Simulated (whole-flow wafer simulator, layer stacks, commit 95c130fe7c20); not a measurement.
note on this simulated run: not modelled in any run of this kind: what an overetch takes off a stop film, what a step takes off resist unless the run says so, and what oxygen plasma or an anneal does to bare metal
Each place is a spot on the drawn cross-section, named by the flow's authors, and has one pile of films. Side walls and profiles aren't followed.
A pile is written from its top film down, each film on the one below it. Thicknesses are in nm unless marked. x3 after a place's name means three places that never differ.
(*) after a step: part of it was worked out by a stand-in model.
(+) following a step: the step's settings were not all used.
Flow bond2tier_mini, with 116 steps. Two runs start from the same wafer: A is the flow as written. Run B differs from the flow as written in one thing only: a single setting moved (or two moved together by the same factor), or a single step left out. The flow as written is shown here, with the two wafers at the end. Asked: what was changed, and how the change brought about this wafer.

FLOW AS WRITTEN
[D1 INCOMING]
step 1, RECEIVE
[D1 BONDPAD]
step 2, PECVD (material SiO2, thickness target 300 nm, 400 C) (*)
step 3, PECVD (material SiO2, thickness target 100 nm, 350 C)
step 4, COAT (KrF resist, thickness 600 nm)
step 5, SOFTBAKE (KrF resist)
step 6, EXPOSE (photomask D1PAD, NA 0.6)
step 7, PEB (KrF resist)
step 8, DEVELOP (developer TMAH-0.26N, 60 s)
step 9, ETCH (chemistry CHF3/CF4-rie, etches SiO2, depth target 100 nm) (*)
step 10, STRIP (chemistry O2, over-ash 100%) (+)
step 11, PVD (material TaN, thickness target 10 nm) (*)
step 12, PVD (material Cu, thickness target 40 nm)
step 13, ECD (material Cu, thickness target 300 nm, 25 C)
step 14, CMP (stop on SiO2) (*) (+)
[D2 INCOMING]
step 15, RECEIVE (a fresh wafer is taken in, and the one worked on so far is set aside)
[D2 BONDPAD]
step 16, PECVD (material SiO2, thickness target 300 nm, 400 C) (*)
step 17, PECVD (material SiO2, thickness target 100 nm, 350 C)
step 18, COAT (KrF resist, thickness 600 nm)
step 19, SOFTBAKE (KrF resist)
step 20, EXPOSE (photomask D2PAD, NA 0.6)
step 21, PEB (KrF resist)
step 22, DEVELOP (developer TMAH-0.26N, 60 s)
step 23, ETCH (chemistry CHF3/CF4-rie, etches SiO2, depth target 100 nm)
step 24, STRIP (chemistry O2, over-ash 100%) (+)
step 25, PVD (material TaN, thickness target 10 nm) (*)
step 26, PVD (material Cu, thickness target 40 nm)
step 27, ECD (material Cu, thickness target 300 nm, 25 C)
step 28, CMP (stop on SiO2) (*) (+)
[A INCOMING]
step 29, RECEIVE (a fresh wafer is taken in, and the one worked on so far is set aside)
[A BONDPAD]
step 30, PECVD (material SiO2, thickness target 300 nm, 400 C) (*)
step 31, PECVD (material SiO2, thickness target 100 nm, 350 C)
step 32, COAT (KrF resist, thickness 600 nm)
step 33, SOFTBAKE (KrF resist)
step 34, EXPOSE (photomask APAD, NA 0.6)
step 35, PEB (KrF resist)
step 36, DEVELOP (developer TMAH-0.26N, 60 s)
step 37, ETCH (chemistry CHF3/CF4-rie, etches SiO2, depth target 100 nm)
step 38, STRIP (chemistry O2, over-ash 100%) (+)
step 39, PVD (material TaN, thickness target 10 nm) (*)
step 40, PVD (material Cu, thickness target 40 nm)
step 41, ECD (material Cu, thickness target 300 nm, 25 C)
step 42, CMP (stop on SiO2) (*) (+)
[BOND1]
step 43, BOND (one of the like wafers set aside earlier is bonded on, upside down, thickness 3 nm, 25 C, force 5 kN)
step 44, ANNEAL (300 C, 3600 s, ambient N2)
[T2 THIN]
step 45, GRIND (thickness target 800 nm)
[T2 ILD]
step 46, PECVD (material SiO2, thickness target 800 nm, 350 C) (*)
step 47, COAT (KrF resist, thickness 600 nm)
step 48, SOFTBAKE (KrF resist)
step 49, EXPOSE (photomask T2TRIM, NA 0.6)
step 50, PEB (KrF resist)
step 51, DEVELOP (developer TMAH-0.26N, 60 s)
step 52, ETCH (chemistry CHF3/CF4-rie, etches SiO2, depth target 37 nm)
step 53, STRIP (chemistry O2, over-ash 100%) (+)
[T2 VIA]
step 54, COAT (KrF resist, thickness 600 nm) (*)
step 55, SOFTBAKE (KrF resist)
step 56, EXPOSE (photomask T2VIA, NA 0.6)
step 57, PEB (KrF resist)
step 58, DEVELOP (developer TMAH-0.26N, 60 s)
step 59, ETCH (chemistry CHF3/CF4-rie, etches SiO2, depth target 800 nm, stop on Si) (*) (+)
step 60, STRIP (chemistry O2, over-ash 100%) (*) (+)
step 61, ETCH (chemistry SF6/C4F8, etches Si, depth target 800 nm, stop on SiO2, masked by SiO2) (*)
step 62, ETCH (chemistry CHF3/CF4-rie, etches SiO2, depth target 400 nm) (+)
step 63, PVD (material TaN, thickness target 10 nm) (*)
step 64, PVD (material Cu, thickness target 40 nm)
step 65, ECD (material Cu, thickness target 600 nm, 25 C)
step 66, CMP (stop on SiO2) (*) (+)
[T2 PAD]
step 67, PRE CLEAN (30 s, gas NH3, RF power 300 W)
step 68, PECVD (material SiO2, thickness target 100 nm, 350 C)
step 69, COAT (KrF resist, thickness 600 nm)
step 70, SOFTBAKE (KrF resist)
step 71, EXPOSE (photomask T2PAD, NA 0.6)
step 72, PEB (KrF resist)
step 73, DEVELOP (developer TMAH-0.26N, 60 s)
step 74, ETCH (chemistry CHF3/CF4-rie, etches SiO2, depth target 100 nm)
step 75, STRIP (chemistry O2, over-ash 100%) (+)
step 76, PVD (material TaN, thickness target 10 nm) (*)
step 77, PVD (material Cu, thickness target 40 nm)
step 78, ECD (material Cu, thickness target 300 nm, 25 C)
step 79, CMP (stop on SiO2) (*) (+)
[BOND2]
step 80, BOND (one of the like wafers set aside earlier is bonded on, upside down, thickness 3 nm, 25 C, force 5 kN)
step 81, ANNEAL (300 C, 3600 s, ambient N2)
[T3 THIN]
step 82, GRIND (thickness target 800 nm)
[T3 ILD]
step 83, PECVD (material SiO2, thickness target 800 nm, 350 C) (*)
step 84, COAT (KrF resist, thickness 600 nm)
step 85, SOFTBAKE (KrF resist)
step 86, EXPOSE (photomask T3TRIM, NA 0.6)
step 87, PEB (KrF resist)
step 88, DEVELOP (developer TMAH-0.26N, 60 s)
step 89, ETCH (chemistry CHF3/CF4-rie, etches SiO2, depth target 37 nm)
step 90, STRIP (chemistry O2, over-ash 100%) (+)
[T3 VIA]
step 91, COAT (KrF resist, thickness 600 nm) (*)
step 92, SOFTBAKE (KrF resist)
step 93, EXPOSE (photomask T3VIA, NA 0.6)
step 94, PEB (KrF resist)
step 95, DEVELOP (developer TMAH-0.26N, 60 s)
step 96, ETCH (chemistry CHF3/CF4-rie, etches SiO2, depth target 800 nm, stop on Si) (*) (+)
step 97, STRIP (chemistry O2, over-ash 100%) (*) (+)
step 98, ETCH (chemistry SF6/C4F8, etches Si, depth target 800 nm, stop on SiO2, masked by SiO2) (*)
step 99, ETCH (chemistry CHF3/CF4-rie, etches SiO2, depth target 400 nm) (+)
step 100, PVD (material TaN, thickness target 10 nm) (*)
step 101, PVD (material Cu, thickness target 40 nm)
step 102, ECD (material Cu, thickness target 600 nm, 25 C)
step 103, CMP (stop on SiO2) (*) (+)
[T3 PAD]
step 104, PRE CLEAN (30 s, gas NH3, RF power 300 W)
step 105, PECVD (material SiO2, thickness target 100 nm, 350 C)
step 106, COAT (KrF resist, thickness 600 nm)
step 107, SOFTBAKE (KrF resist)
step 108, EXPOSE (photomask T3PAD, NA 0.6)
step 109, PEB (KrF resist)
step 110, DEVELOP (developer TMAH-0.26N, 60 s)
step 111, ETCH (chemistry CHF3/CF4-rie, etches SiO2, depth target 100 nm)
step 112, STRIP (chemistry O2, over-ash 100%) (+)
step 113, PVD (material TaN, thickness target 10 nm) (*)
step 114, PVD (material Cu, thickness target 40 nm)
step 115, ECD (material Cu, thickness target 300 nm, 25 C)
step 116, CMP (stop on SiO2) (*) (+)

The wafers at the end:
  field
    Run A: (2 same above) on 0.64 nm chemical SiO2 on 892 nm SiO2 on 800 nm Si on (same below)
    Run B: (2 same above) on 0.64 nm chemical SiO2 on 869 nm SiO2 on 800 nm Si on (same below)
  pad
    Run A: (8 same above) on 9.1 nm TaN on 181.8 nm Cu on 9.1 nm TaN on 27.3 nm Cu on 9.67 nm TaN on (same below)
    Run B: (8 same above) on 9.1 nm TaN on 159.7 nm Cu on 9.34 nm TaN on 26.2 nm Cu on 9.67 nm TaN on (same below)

Cause: step 68, PECVD: thickness target 77 nm was run, though the flow has thickness target 100 nm.

The path from the change to this, step by step:
  step 68, PECVD (material SiO2, thickness target 100 nm, 350 C)
      field: A SiO2 gains 100 | B SiO2 gains 77
      pad: A SiO2 gains 100 (new film) | B SiO2 gains 77 (new film)
  step 74, ETCH (chemistry CHF3/CF4-rie, etches SiO2, depth target 100 nm)
      pad: A SiO2 loses 100 (all of it) | B SiO2 loses 77 (all of it), Cu loses 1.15
  step 77, PVD (material Cu, thickness target 40 nm)
      pad: A Cu gains 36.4 (new film) | B Cu gains 37.2 (new film)
  step 78, ECD (material Cu, thickness target 300 nm, 25 C)
      pad: A Cu gains 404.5 | B Cu gains 381.6
